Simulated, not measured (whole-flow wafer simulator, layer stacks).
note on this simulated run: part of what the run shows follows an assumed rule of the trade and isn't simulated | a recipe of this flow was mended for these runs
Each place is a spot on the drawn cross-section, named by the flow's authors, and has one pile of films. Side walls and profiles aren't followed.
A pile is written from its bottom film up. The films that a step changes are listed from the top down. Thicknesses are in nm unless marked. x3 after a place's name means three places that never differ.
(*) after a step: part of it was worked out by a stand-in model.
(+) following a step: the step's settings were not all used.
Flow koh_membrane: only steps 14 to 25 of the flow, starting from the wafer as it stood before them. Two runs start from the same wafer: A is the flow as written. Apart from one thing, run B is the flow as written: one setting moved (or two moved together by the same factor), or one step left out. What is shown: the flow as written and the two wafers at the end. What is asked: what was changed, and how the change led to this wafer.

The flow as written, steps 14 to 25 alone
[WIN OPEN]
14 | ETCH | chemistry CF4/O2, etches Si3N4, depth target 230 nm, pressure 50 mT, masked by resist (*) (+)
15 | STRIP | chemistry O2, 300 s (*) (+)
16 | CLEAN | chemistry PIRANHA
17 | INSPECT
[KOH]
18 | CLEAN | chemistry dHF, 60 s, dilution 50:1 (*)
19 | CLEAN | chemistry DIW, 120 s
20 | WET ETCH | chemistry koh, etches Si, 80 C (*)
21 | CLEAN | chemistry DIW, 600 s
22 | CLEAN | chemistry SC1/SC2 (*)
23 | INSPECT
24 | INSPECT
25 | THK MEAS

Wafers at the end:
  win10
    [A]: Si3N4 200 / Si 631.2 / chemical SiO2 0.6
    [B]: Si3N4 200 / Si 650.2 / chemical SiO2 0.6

The reason: step 14, ETCH: depth target 211 nm was run, while the flow as written has depth target 230 nm.

The path from the change to this, step by step:
  14 | ETCH | chemistry CF4/O2, etches Si3N4, depth target 230 nm, pressure 50 mT, masked by resist (*) (+)
      win20 x4, win10: A -200 Si3N4 (all of it), -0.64 chemical SiO2 (all of it), -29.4 Si | B -200 Si3N4 (all of it), -0.64 chemical SiO2 (all of it), -10.4 Si
      field: A -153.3 i-line-resist | B -140.7 i-line-resist
